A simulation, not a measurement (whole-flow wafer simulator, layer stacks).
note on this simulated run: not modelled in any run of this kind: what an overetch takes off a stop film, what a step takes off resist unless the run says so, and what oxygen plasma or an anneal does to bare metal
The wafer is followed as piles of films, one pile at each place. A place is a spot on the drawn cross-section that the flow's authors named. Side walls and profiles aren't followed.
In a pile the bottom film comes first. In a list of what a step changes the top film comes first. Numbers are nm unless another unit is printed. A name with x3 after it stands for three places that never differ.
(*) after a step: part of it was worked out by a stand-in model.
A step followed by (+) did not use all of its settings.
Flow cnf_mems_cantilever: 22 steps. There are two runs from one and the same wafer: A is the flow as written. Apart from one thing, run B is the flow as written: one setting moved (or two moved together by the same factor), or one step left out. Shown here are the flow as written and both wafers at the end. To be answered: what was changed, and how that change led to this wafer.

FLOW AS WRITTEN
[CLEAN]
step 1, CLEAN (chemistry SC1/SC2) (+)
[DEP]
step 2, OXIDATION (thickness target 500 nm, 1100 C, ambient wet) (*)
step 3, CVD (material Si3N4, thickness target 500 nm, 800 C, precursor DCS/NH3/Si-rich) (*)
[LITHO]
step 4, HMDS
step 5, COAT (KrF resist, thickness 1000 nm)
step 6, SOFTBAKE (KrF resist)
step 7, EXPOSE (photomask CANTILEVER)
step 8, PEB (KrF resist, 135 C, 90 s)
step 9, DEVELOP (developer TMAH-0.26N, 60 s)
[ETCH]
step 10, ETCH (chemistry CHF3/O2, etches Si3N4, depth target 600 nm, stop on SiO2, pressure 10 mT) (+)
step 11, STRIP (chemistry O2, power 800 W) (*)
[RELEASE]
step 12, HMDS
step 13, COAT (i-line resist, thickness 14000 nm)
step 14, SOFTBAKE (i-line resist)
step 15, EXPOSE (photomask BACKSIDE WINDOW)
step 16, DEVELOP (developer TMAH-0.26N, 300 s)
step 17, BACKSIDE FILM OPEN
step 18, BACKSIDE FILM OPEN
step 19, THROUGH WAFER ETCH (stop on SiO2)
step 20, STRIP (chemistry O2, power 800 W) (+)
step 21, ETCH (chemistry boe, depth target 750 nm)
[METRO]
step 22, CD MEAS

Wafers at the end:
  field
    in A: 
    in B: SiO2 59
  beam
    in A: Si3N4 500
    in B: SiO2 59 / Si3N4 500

What caused this: step 21, ETCH: depth target 441 nm was run, whereas the flow has depth target 750 nm.

Step by step, how the change led to this:
  step 21, ETCH (chemistry boe, depth target 750 nm)
      field: A SiO2 loses 500 (all of it) | B SiO2 loses 441
      beam: A under 1 film: SiO2 loses 500 (all of it) | B under 1 film: SiO2 loses 441
